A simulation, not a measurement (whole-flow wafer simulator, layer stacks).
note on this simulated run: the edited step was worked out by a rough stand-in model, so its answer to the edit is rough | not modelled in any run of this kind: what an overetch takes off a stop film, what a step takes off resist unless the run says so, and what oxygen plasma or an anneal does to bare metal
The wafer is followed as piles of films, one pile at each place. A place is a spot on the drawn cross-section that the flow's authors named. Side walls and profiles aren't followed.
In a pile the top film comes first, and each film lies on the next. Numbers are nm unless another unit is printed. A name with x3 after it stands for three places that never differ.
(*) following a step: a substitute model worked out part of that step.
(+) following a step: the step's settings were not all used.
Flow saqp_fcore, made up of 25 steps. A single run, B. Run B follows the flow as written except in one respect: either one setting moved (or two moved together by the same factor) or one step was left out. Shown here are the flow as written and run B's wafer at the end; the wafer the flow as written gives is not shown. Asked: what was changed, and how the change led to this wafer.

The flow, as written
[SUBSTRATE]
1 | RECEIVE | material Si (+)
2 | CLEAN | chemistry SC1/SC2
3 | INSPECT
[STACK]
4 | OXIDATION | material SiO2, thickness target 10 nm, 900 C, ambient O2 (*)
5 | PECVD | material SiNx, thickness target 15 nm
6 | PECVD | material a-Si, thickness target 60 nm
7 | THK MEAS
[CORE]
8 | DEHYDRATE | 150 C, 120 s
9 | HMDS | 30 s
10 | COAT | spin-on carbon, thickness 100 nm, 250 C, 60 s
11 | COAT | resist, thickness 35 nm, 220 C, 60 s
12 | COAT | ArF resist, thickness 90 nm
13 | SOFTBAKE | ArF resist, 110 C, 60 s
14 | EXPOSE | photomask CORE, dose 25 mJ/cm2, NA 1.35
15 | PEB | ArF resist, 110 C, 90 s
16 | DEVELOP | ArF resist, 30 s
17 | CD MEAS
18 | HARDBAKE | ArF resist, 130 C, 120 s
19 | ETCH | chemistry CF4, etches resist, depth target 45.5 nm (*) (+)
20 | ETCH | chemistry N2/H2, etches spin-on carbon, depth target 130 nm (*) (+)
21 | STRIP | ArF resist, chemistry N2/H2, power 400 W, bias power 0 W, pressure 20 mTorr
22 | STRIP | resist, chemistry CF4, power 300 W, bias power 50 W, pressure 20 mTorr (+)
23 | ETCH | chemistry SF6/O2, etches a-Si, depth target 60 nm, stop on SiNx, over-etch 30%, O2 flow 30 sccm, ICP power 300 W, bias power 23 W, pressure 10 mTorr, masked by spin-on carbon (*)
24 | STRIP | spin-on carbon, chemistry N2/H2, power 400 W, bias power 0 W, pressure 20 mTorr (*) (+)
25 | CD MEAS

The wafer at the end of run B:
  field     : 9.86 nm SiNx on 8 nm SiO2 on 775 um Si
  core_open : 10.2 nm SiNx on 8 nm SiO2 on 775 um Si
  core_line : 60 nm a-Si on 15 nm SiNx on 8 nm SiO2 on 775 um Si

Cause: step 4, OXIDATION: thickness target 8 nm was run, though the flow has thickness target 10 nm.
The wafer itself shows it: field has SiO2 8, and step 4 as written asks for 10 nm.

Step by step, how the change led to this:
  4 | OXIDATION | material SiO2, thickness target 10 nm, 900 C, ambient O2 (*)
      field, core_open, core_line: SiO2 gains 8 (new film), chemical SiO2 loses 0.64 (all of it), Si loses 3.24 (as written it would have been: SiO2 gains 10 (new film), chemical SiO2 loses 0.64 (all of it), Si loses 4.12)
